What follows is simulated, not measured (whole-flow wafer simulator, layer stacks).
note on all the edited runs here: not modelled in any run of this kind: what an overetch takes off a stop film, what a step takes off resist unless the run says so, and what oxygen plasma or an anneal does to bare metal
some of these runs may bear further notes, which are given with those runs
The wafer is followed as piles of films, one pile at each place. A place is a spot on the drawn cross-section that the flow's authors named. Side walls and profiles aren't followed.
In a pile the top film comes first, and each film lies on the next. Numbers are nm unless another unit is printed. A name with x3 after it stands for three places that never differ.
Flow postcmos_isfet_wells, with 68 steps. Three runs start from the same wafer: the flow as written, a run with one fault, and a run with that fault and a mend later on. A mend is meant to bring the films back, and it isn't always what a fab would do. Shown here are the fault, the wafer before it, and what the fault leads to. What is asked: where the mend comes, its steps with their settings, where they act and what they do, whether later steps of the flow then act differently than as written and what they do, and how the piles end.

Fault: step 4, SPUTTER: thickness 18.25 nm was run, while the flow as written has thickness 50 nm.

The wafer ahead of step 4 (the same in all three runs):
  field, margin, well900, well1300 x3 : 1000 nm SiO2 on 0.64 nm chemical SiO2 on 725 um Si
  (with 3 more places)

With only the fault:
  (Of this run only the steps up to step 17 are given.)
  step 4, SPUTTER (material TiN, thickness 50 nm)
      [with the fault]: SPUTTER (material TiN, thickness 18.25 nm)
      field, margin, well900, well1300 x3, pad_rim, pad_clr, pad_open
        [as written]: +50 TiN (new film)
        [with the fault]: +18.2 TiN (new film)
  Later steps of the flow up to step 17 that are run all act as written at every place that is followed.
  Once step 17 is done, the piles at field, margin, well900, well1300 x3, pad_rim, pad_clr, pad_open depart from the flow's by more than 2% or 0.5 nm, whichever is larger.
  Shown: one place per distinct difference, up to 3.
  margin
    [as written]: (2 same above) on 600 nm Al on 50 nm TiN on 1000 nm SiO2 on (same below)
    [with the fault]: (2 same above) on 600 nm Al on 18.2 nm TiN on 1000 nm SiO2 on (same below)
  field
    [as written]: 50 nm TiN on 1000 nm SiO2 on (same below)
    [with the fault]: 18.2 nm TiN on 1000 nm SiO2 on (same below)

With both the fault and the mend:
  The mend follows step 4.
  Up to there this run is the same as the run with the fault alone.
  step 4a, ETCH (chemistry peroxide tin strip, depth target 20.99 nm)
      field, margin, well900, well1300 x3, pad_rim, pad_clr, pad_open
        -18.2 TiN (all of it)
  step 4b, SPUTTER (material TiN, thickness 50 nm) (the flow's step 4, run once more)
      field, margin, well900, well1300 x3, pad_rim, pad_clr, pad_open
        +50 TiN (new film)
  Later steps of the flow that are run all act as written at every place that is followed.
  By the end, the piles equal the flow's at every place that both follow.
